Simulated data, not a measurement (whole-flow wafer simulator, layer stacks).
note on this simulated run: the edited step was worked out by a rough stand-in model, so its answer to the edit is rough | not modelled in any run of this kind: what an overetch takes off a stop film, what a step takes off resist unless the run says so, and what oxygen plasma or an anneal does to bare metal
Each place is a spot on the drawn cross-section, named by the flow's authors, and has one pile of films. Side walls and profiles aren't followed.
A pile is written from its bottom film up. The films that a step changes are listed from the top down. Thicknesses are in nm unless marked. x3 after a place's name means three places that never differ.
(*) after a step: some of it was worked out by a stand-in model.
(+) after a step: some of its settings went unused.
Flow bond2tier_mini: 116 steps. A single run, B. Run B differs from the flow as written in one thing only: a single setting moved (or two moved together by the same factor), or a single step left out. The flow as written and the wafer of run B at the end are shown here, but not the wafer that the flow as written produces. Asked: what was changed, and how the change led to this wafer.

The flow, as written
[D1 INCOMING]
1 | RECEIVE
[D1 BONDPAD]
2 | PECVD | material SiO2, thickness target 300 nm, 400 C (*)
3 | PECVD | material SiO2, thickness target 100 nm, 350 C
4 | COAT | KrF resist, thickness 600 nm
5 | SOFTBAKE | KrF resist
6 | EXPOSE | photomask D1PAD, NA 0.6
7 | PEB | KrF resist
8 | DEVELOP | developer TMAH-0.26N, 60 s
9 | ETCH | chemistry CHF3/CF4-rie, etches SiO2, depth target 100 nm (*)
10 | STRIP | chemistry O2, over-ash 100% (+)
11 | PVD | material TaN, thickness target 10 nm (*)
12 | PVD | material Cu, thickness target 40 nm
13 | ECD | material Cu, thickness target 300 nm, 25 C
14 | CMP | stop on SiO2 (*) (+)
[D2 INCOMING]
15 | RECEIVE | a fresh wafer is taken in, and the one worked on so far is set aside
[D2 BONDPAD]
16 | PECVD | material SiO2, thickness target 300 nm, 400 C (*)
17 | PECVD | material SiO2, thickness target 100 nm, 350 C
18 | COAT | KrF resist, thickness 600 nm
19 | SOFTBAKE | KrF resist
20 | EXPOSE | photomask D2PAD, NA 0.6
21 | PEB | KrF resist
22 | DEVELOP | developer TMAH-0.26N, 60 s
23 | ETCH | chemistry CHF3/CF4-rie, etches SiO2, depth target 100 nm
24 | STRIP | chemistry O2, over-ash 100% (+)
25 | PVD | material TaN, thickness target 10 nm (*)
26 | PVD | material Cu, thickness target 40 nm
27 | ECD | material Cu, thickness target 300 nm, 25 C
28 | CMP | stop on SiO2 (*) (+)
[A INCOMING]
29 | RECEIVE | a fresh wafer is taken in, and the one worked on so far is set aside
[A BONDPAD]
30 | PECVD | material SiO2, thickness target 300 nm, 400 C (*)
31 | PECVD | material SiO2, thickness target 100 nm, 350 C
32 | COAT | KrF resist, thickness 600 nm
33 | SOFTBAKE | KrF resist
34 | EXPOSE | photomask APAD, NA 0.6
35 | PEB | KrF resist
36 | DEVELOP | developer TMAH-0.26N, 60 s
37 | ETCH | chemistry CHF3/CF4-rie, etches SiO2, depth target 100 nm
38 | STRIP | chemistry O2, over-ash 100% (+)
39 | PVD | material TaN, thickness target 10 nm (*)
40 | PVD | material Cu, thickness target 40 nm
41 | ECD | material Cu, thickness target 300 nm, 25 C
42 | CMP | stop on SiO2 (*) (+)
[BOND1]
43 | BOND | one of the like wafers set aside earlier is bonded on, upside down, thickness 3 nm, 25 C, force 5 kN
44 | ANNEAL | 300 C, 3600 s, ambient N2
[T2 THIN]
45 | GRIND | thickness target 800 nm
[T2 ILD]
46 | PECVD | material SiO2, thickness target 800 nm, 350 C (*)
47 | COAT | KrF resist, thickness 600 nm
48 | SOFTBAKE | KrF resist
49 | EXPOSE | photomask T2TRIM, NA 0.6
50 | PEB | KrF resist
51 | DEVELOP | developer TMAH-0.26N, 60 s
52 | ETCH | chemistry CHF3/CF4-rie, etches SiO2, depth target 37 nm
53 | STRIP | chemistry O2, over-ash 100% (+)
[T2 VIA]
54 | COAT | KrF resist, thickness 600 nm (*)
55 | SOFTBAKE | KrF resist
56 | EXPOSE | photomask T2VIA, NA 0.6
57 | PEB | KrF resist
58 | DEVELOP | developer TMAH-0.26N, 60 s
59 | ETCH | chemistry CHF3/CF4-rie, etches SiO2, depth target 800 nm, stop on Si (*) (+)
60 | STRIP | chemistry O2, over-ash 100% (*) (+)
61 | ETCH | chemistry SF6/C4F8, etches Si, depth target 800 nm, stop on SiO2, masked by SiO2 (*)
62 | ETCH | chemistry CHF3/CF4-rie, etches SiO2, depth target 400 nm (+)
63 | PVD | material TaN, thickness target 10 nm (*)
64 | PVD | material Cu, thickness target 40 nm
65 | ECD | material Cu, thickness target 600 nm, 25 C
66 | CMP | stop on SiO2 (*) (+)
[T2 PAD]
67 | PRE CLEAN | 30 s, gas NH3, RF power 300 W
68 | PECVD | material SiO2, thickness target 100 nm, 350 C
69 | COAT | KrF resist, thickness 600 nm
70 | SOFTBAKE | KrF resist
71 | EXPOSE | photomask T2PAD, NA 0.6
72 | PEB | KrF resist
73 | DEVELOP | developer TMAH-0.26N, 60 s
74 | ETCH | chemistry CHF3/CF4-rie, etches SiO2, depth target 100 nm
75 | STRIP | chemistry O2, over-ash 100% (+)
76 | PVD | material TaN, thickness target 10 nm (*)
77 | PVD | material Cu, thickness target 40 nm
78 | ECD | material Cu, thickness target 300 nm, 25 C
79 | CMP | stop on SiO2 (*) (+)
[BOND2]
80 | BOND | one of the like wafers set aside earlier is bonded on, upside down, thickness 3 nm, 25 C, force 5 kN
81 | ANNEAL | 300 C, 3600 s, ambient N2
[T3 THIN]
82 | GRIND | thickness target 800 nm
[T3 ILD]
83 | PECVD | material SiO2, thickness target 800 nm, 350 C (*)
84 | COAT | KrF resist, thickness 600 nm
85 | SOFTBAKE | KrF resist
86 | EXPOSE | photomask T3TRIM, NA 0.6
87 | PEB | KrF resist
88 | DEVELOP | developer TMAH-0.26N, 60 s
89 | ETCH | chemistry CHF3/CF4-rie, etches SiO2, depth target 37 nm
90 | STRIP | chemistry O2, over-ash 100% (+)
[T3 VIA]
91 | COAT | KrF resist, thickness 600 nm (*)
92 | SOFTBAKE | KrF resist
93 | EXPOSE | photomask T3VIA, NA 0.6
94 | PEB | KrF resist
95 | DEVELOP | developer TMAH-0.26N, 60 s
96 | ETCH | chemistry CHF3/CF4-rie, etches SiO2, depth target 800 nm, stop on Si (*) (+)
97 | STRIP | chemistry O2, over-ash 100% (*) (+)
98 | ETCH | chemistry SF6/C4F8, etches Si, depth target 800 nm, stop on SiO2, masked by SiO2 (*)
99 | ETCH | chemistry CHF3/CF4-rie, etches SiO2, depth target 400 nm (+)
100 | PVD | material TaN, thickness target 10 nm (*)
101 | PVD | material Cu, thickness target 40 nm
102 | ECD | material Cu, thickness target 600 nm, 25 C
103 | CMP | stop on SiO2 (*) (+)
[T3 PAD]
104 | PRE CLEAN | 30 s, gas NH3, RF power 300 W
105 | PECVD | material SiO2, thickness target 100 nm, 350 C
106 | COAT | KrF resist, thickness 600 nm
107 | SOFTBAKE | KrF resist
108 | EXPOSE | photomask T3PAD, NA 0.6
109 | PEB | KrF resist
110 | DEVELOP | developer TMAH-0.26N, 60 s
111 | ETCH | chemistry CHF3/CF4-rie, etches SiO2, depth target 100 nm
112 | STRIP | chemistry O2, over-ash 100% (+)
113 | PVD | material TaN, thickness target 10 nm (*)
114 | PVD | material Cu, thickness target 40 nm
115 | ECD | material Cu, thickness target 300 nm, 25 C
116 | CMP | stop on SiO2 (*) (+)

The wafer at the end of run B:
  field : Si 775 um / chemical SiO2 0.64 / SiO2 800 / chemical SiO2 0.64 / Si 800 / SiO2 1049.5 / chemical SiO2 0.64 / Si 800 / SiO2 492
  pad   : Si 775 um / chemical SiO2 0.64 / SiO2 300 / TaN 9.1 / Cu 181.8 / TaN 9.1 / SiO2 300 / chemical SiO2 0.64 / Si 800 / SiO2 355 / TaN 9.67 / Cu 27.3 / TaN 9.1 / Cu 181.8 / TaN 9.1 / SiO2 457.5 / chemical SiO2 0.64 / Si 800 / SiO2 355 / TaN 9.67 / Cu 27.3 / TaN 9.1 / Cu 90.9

What caused this: step 16, PECVD: thickness target 457.5 nm was run, though the flow has thickness target 300 nm.
The wafer itself shows it: pad has SiO2 457.5, and step 16 as written asks for 300 nm.

Step by step, how the change led to this:
  16 | PECVD | material SiO2, thickness target 300 nm, 400 C (*)
      field, pad, via: SiO2 gains 457.5 (new film) (in the flow as written it would be: SiO2 gains 300 (new film))
  80 | BOND | one of the like wafers set aside earlier is bonded on, upside down, thickness 3 nm, 25 C, force 5 kN
      field: Si gains 775 um (new film), chemical SiO2 gains 0.64 (new film), SiO2 gains 557.5 (in the flow as written it would be: Si gains 775 um (new film), chemical SiO2 gains 0.64 (new film), SiO2 gains 400)
      pad: Si gains 775 um (new film), chemical SiO2 gains 0.64 (new film), SiO2 gains 457.5 (new film), TaN gains 9.1 (new film), Cu gains 90.9 (in the flow as written it would be: Si gains 775 um (new film), chemical SiO2 gains 0.64 (new film), SiO2 gains 300 (new film), TaN gains 9.1 (new film), Cu gains 90.9)
